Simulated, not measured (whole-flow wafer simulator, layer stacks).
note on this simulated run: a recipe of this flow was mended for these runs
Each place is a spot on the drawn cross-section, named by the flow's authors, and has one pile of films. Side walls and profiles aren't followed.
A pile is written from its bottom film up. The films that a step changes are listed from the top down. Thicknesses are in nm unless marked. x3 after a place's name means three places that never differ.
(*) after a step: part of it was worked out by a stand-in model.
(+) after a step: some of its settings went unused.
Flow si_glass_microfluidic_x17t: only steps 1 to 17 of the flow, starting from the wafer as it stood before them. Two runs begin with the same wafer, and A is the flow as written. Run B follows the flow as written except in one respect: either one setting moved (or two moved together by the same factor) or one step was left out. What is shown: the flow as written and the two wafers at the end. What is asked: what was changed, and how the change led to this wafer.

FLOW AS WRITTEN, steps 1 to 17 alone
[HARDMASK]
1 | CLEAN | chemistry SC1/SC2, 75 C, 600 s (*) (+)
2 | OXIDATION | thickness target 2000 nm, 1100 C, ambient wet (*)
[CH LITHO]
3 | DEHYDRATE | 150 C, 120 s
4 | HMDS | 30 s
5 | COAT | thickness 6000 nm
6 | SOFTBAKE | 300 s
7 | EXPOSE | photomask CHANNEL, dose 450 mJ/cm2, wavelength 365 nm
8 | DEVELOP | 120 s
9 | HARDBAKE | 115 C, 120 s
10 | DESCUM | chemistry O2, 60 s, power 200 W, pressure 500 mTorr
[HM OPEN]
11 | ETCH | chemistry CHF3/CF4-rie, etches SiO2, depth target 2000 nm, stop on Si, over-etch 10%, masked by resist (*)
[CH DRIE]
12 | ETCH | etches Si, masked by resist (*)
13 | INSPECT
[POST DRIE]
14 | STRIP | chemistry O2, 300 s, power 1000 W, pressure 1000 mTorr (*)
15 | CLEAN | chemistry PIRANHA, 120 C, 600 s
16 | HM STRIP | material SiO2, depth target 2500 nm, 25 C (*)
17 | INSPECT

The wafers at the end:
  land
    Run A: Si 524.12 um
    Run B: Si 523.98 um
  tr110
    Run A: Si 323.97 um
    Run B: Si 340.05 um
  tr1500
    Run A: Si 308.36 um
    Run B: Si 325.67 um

What caused this: step 2, OXIDATION: thickness target 2308 nm was run, whereas the flow has thickness target 2000 nm.

The path from the change to this, step by step:
  2 | OXIDATION | thickness target 2000 nm, 1100 C, ambient wet (*)
      land, tr110, tr1500, tr15: A +2000 SiO2 (new film), -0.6 chemical SiO2 (all of it), -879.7 Si | B +2308 SiO2 (new film), -0.6 chemical SiO2 (all of it), -1015.3 Si
  11 | ETCH | chemistry CHF3/CF4-rie, etches SiO2, depth target 2000 nm, stop on Si, over-etch 10%, masked by resist (*)
      tr110, tr1500, tr15: A -2000 SiO2 (all of it), -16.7 Si | B -2200 SiO2
  12 | ETCH | etches Si, masked by resist (*)
      tr110: A -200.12 um Si | B -108 SiO2 (all of it), -183.92 um Si
      tr1500: A -215.73 um Si | B -108 SiO2 (all of it), -198.31 um Si
      (and at 1 other place as well)
  16 | HM STRIP | material SiO2, depth target 2500 nm, 25 C (*)
      land: A -2000 SiO2 (all of it) | B -2308 SiO2 (all of it)
